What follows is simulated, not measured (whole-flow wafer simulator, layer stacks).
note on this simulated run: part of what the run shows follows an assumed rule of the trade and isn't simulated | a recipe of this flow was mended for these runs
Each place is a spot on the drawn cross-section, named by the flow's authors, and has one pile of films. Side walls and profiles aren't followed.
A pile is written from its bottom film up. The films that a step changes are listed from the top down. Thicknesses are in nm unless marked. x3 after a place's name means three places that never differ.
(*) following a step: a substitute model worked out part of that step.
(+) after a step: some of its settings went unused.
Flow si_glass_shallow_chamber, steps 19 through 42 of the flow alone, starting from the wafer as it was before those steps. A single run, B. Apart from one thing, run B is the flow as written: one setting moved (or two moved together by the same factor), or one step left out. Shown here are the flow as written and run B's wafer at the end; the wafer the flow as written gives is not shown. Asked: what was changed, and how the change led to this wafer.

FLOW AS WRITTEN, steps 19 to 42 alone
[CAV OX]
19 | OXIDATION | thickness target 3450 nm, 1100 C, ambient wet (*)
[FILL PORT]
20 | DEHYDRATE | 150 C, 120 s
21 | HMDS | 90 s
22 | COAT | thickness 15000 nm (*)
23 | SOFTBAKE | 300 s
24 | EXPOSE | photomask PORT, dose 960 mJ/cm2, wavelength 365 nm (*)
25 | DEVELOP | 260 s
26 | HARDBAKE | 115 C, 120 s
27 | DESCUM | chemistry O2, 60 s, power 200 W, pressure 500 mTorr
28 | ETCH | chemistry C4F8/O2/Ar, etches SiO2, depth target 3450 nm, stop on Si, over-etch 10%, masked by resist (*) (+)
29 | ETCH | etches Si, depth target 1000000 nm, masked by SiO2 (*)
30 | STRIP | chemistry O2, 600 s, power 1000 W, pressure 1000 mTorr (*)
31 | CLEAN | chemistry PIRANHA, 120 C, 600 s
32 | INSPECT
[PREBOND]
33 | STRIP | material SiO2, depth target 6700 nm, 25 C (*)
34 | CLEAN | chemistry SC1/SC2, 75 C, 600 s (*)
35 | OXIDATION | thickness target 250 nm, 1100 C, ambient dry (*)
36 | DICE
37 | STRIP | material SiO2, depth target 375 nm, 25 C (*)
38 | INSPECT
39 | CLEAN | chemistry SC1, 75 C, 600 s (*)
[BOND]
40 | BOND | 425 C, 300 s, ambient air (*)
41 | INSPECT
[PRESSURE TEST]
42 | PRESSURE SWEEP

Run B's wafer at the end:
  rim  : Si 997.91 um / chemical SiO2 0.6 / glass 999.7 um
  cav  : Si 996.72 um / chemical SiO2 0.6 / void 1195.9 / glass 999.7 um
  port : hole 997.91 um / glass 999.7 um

Cause: step 19, OXIDATION: thickness target 4019 nm was run, whereas the flow has thickness target 3450 nm.

Step by step, how the change led to this:
  19 | OXIDATION | thickness target 3450 nm, 1100 C, ambient wet (*)
      rim, ramp, septum, ring: +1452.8 SiO2, -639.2 Si (as written it would have been: +1110.9 SiO2, -488.8 Si)
      cav, port: +4019 SiO2 (new film), -0.6 chemical SiO2 (all of it), -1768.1 Si (as written it would have been: +3450 SiO2 (new film), -0.6 chemical SiO2 (all of it), -1517.7 Si)
  22 | COAT | thickness 15000 nm (*)
      rim: +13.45 um thick-i-line-resist (new film) (as written it would have been: +13.4 um thick-i-line-resist (new film))
      ramp: +12.96 um thick-i-line-resist (new film) (as written it would have been: +12.89 um thick-i-line-resist (new film))
      (also at 3 further places)
  23 | SOFTBAKE | 300 s
      rim: -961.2 thick-i-line-resist (as written it would have been: -997 thick-i-line-resist)
      ramp: -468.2 thick-i-line-resist (as written it would have been: -487.1 thick-i-line-resist)
      (also at 4 further places)
  25 | DEVELOP | 260 s
      port: -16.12 um thick-i-line-resist (all of it) (as written it would have been: -16.16 um thick-i-line-resist (all of it))
  28 | ETCH | chemistry C4F8/O2/Ar, etches SiO2, depth target 3450 nm, stop on Si, over-etch 10%, masked by resist (*) (+)
      port: -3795 SiO2 (as written it would have been: -3450 SiO2 (all of it), -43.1 Si)
  29 | ETCH | etches Si, depth target 1000000 nm, masked by SiO2 (*)
      port: +997.06 um hole (new film), -224 SiO2 (all of it), -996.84 um Si (all of it) (as written it would have been: +997.05 um hole (new film), -997.05 um Si (all of it))
      rim, ramp: -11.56 um thick-i-line-resist (all of it), -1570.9 SiO2 (as written it would have been: -11.47 um thick-i-line-resist (all of it), -1617.3 SiO2)
      (also at 2 further places)
  30 | STRIP | chemistry O2, 600 s, power 1000 W, pressure 1000 mTorr (*)
      cav: -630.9 thick-i-line-resist (all of it) (as written it would have been: -669.6 thick-i-line-resist (all of it))
  33 | STRIP | material SiO2, depth target 6700 nm, 25 C (*)
      rim, ramp: -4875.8 SiO2 (all of it) (as written it would have been: -4487.5 SiO2 (all of it))
      cav: -4019 SiO2 (all of it) (as written it would have been: -3450 SiO2 (all of it))
      (also at 2 further places)
  40 | BOND | 425 C, 300 s, ambient air (*)
      cav: +999.7 um glass (new film), +1195.9 void (new film) (as written it would have been: +999.7 um glass (new film), +1095.9 void (new film))
      port: +999.7 um glass (new film), +850.1 hole (as written it would have been: +999.7 um glass (new film), +1017.3 hole)
